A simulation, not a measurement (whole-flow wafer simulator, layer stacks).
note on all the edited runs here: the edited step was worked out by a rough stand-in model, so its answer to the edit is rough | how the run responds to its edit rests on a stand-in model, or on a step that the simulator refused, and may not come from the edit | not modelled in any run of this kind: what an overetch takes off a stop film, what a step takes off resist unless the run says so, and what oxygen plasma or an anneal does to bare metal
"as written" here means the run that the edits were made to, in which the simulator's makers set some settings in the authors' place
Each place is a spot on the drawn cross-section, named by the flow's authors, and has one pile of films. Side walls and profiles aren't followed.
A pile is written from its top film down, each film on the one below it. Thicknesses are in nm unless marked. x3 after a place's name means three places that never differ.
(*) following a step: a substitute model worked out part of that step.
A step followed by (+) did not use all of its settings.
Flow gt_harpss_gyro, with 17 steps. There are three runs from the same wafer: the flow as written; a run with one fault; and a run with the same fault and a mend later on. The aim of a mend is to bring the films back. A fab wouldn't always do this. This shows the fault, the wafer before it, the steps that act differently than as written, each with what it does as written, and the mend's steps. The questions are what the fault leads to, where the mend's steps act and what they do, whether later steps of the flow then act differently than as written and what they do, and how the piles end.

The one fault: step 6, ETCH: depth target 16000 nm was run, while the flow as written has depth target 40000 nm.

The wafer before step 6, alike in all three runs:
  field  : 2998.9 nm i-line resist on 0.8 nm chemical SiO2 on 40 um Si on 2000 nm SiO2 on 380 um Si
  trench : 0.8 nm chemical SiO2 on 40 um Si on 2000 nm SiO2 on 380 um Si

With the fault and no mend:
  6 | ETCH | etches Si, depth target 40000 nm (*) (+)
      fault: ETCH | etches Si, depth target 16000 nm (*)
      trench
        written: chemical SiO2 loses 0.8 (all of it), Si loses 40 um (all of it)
        fault: chemical SiO2 loses 0.8 (all of it), Si loses 16 um
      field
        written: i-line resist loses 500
        fault: i-line resist loses 200
  Later steps of the flow acting differently than as written (not shown: 2 more steps that differ only slightly, by at most 2% or 0.5 nm, whichever is larger):
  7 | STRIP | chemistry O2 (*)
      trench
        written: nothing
        fault: chemical SiO2 gains 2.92 (new film), Si loses 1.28
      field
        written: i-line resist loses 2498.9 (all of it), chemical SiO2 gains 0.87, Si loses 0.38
        fault: i-line resist loses 2798.9 (all of it), chemical SiO2 gains 0.91, Si loses 0.4
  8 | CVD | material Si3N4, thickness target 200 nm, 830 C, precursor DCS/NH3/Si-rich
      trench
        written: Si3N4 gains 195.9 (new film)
        fault: Si3N4 gains 200 (new film)
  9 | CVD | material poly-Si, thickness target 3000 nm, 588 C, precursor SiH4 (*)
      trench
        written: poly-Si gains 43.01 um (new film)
        fault: poly-Si gains 19 um (new film)
  By the end, the piles at trench depart from the flow's by more than 2% or 0.5 nm, whichever is larger.
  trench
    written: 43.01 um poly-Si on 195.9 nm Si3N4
    fault: 19 um poly-Si on 200 nm Si3N4 on 2.92 nm chemical SiO2 on 24 um Si

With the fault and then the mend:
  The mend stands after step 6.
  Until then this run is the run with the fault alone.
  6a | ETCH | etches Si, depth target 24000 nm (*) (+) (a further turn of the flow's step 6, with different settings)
      field
        i-line resist loses 300
      trench
        Si loses 24 um (all of it)
  None of the later steps of the flow acts differently than as written at any place that is followed.
  At every place that both follow, the piles at the end match the flow's.
